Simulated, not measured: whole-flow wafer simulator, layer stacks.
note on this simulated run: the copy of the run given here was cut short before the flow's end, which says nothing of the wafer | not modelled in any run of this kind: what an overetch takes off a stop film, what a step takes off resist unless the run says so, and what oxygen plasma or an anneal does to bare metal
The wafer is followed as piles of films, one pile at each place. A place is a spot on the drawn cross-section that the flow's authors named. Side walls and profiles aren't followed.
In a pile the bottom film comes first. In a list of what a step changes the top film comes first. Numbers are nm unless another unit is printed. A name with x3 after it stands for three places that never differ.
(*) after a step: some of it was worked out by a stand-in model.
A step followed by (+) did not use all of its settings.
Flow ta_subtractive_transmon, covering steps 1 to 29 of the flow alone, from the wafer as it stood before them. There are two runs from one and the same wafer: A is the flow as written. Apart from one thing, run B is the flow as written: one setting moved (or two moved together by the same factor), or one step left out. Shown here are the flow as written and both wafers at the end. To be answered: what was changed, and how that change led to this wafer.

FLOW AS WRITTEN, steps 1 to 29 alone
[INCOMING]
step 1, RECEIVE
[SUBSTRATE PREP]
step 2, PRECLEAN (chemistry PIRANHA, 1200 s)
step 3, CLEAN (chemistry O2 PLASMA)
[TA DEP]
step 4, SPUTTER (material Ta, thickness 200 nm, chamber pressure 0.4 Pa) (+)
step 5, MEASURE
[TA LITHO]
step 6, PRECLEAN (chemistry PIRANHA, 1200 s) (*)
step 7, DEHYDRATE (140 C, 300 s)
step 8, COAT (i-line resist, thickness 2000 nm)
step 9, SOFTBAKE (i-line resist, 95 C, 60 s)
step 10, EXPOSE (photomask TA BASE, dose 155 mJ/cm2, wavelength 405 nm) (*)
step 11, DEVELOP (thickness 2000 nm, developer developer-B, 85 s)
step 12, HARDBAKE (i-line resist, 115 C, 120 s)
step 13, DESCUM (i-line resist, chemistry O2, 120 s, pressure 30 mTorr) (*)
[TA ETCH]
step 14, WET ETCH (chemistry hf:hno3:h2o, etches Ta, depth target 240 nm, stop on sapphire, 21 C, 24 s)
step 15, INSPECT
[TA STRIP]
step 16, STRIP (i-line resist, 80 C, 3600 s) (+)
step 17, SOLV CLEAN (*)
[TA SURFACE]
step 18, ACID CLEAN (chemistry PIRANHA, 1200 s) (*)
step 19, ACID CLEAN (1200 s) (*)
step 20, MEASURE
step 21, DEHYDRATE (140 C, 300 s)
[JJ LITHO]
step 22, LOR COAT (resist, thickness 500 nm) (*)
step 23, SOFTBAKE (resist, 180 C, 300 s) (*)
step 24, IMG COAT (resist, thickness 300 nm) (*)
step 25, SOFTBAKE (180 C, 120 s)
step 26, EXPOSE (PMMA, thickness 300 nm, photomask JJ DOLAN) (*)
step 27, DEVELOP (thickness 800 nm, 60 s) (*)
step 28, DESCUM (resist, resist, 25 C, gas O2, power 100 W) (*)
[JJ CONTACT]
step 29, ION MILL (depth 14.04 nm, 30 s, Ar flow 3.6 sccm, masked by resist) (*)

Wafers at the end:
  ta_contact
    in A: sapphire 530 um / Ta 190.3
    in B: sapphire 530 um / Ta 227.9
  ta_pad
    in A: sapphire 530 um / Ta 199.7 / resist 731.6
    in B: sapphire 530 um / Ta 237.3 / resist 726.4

The reason: step 4, SPUTTER: thickness 237.6 nm was run, whereas the flow has thickness 200 nm.

Step by step, how the change led to this:
  step 4, SPUTTER (material Ta, thickness 200 nm, chamber pressure 0.4 Pa) (+)
      field x2, jj_line, lead, ta_contact, ta_pad: A +200 Ta (new film) | B +237.6 Ta (new film)
  step 14, WET ETCH (chemistry hf:hno3:h2o, etches Ta, depth target 240 nm, stop on sapphire, 21 C, 24 s)
      field x2, jj_line, lead: A -200 Ta (all of it) | B -237.6 Ta (all of it)
  step 22, LOR COAT (resist, thickness 500 nm) (*)
      ta_contact: A +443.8 resist (new film) | B +434.4 resist (new film)
